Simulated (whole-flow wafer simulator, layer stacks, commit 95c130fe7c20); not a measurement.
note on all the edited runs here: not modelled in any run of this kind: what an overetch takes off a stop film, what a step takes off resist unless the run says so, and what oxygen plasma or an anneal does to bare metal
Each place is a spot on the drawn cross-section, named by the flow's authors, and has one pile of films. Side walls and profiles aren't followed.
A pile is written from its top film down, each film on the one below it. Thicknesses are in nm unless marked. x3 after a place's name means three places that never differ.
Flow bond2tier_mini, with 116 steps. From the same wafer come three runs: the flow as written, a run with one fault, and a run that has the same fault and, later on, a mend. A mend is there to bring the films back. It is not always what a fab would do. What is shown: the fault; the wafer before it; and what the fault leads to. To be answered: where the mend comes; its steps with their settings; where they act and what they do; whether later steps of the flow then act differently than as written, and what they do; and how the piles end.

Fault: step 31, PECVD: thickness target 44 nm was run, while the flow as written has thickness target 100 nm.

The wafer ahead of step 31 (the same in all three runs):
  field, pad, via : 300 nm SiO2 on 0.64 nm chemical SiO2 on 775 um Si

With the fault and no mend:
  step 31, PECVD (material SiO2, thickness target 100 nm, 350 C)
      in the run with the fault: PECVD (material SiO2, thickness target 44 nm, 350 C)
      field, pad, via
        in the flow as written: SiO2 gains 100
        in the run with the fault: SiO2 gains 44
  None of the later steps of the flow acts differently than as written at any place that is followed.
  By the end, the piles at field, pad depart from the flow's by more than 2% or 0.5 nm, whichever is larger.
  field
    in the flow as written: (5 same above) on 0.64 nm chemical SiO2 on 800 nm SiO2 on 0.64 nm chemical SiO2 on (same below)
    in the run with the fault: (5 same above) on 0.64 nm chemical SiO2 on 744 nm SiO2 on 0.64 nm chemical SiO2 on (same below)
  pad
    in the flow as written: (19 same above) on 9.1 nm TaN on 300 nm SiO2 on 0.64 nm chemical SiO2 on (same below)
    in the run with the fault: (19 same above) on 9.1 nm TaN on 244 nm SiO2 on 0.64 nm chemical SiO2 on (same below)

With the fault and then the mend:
  After step 31 comes the mend.
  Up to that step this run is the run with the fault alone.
  step 31a, PECVD (material SiO2, thickness target 56 nm, 350 C) (the flow's step 31 again, with other settings)
      field, pad, via
        SiO2 gains 56
  None of the later steps of the flow acts differently than as written at any place that is followed.
  By the end, the piles equal the flow's at every place that both follow.
